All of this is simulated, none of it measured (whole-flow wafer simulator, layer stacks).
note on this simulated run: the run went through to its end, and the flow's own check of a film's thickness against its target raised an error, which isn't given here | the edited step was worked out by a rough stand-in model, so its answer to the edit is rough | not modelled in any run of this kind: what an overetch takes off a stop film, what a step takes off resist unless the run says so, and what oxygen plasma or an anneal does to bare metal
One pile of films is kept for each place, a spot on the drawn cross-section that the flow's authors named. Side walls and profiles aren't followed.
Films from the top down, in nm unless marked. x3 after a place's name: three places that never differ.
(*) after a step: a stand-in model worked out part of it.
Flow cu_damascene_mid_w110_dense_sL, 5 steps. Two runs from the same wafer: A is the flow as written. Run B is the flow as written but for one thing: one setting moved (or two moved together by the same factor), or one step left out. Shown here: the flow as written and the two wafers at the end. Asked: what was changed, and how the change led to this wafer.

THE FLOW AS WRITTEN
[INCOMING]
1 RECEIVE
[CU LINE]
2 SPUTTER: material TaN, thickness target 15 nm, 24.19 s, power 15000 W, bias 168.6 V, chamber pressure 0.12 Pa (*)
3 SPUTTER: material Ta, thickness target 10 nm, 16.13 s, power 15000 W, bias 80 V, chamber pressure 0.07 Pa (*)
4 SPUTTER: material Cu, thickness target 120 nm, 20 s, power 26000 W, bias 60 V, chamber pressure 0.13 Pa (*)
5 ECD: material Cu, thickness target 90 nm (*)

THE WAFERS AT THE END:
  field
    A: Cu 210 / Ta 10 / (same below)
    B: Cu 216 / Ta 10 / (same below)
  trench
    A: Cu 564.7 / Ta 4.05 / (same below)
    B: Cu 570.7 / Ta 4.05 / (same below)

The cause: step 4, SPUTTER: thickness target 126 nm was run, where the flow has thickness target 120 nm; step 4, SPUTTER: 21 s was run, where the flow has 20 s.

How the change led to this, step by step:
  4 SPUTTER: material Cu, thickness target 120 nm, 20 s, power 26000 W, bias 60 V, chamber pressure 0.13 Pa (*)
      field: A Cu +120 (new film) | B Cu +126 (new film)
      trench: A Cu +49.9 (new film) | B Cu +52.4 (new film)
